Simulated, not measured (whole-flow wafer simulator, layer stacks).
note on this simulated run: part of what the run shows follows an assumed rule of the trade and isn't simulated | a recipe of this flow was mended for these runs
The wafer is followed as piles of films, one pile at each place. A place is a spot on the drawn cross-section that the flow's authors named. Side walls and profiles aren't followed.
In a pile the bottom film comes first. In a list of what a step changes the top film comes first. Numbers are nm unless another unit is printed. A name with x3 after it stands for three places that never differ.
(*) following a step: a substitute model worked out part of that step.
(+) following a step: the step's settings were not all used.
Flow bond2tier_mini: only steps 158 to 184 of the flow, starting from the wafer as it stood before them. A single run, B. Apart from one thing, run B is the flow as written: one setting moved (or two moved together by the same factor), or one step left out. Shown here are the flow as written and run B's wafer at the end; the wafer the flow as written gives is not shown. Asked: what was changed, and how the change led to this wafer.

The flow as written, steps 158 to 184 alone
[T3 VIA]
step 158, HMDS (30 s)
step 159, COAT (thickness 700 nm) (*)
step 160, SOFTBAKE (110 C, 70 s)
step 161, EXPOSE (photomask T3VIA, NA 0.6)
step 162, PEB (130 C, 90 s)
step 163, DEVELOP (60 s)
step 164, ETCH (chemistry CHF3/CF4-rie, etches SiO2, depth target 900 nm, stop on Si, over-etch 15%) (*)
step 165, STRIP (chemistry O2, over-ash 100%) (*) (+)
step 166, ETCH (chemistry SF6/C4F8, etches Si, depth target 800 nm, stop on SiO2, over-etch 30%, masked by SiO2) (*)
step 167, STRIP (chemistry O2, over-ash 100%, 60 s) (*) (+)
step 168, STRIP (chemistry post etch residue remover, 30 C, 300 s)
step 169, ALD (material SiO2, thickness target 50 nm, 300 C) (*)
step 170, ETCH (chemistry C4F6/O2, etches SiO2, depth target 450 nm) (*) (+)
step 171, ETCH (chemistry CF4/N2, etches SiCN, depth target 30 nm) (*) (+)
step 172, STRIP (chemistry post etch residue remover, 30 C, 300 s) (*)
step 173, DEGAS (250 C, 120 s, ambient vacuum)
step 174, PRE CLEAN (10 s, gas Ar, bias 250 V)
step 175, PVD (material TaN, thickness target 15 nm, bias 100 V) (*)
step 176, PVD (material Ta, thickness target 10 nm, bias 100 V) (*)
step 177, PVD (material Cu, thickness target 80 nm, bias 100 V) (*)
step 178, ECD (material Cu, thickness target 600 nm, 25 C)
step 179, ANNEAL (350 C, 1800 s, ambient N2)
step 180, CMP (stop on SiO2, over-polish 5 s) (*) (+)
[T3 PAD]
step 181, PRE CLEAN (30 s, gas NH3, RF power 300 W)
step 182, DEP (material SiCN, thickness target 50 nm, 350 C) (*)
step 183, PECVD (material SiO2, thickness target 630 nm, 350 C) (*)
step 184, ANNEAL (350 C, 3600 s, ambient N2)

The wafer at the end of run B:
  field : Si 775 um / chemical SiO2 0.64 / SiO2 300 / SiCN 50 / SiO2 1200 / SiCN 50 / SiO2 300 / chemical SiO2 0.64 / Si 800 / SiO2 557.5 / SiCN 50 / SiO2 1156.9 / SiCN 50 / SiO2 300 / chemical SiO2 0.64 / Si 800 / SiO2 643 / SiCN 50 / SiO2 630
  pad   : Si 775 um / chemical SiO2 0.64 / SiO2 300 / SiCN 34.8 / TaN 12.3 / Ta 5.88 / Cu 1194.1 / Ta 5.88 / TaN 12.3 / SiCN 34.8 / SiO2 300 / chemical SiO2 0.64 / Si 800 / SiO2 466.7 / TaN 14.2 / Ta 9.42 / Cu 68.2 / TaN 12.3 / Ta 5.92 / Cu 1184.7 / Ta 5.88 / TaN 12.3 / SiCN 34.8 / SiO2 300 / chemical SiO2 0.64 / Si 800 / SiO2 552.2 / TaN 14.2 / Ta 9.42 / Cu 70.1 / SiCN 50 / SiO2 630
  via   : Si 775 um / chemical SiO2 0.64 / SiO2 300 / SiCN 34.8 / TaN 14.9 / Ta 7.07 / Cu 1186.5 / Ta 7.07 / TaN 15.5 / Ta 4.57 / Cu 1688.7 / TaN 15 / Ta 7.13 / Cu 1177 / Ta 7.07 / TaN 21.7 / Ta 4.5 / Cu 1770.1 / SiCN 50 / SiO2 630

The reason: step 170, ETCH: depth target 364.5 nm was run, whereas the flow has depth target 450 nm.

How this came from the change, step by step:
  step 170, ETCH (chemistry C4F6/O2, etches SiO2, depth target 450 nm) (*) (+)
      field, pad: -364.5 SiO2 (in the flow as written it would be: -450 SiO2)
      via: -348.1 SiO2 (all of it), -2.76 SiCN (in the flow as written it would be: -348.1 SiO2 (all of it), -17.2 SiCN)
  step 171, ETCH (chemistry CF4/N2, etches SiCN, depth target 30 nm) (*) (+)
      via: -30 SiCN (in the flow as written it would be: -17.6 SiCN (all of it), -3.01 TaN)
  step 174, PRE CLEAN (10 s, gas Ar, bias 250 V)
      via: -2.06 SiCN (all of it) (in the flow as written it would be: -3.19 TaN)
  step 178, ECD (material Cu, thickness target 600 nm, 25 C)
      via: +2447 Cu (in the flow as written it would be: +2367 Cu)
